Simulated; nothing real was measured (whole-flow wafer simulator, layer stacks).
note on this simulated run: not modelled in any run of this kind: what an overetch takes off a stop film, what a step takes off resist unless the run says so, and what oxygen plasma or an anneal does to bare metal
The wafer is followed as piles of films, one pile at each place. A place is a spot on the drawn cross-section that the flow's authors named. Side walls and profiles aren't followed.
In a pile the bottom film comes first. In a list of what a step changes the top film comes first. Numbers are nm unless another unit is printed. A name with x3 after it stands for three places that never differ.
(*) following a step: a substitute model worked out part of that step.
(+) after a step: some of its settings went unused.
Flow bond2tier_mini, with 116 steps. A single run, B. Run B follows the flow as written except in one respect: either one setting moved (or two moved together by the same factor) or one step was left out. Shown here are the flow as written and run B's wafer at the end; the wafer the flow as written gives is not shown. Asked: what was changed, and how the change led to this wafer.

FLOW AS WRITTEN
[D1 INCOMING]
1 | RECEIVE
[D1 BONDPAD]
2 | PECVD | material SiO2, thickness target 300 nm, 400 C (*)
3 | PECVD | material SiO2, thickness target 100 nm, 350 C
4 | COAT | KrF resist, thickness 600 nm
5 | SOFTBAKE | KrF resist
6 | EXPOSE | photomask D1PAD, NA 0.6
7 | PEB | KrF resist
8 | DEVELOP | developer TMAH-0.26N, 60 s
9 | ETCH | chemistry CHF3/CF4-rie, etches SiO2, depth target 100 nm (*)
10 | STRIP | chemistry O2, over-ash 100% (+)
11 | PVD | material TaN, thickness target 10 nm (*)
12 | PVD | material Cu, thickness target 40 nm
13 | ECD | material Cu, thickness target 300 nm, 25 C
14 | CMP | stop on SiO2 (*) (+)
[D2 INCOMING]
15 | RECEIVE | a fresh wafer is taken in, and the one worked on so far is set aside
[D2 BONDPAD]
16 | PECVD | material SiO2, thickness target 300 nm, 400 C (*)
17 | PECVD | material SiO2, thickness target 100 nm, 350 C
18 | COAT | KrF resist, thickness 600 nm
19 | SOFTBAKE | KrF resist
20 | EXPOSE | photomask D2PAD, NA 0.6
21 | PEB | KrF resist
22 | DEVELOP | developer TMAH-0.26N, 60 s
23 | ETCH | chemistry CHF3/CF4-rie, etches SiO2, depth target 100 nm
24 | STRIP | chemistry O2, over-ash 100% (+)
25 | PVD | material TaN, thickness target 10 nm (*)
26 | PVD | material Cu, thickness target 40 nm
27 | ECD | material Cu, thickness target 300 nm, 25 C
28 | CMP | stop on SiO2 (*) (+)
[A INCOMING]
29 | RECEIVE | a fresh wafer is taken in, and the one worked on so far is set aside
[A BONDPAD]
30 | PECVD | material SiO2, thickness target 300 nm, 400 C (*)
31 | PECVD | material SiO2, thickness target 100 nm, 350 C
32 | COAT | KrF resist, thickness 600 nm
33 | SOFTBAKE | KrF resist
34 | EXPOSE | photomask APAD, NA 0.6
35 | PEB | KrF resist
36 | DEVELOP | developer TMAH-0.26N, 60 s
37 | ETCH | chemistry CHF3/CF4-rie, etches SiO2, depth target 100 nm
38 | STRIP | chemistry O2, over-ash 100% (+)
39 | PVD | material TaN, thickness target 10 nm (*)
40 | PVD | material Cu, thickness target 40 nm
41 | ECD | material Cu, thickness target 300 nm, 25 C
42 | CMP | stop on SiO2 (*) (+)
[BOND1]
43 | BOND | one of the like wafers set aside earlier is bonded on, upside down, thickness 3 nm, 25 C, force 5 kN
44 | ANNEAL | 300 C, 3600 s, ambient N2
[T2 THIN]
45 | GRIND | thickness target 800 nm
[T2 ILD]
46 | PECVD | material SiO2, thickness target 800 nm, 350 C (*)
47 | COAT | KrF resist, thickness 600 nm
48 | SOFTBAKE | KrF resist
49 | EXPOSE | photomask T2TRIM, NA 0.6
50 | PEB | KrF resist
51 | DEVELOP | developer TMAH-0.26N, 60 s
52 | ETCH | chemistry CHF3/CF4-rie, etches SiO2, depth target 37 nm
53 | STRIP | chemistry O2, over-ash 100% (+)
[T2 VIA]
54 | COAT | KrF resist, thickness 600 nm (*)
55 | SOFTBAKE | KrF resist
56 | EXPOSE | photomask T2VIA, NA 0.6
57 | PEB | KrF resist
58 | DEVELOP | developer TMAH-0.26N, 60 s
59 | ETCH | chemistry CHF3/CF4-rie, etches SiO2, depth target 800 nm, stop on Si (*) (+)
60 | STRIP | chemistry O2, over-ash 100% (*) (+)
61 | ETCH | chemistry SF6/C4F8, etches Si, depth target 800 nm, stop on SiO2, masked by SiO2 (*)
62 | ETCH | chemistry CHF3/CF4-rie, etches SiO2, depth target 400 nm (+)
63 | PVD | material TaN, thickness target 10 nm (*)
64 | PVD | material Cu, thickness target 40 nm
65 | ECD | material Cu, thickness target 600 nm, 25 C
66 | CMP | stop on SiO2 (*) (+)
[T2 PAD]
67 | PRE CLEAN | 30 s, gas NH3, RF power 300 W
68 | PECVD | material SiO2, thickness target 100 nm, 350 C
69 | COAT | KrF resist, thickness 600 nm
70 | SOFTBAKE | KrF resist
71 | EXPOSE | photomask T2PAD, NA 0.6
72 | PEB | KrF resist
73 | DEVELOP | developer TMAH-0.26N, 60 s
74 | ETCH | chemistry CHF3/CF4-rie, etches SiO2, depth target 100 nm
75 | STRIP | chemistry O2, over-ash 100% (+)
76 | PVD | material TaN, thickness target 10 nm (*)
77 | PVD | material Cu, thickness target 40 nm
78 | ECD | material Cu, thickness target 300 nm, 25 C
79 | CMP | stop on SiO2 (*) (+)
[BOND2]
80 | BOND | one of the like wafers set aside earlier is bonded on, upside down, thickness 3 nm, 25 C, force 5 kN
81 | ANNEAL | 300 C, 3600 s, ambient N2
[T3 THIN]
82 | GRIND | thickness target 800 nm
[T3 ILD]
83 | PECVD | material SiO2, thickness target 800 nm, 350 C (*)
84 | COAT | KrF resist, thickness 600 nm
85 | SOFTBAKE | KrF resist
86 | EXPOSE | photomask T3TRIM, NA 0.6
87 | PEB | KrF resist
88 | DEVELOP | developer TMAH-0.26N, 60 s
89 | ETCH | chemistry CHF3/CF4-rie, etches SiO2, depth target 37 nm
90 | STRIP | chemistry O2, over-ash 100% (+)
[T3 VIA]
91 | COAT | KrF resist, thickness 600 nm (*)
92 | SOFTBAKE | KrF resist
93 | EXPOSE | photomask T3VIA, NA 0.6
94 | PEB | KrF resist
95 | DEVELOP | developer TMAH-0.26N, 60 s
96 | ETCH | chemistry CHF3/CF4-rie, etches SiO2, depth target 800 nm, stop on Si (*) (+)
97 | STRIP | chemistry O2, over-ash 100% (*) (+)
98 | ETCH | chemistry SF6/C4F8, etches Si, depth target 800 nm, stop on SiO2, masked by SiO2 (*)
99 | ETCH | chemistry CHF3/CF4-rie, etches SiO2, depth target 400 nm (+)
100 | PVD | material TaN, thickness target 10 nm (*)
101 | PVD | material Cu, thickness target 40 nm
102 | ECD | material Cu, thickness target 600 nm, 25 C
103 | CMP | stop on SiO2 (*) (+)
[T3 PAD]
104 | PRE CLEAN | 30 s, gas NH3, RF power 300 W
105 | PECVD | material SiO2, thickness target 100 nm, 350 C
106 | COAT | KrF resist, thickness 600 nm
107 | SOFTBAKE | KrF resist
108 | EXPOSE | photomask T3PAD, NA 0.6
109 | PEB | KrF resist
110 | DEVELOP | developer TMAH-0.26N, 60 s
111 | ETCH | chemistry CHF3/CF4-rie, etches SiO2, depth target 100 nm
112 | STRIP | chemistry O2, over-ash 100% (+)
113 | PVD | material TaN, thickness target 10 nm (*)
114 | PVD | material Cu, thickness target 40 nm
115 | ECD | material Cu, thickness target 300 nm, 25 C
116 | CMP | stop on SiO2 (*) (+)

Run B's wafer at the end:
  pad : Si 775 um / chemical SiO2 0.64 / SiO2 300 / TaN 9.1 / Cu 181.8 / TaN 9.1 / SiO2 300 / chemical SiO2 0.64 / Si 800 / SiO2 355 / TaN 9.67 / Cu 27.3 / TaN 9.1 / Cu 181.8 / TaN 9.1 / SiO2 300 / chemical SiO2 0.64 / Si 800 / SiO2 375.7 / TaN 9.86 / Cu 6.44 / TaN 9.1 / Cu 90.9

Cause: step 89, ETCH: depth target 16.3 nm was run, while the flow as written has depth target 37 nm.

How this came from the change, step by step:
  89 | ETCH | chemistry CHF3/CF4-rie, etches SiO2, depth target 37 nm
      field: KrF resist loses 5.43 (as written it would have been: KrF resist loses 12.3)
      pad: SiO2 loses 16.3 (as written it would have been: SiO2 loses 37)
  97 | STRIP | chemistry O2, over-ash 100% (*) (+)
      field: KrF resist loses 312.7 (all of it) (as written it would have been: KrF resist loses 303.9 (all of it))
      pad: KrF resist loses 326.8 (all of it) (as written it would have been: KrF resist loses 336 (all of it))
  102 | ECD | material Cu, thickness target 600 nm, 25 C
      pad: Cu gains 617 (as written it would have been: Cu gains 638.7)
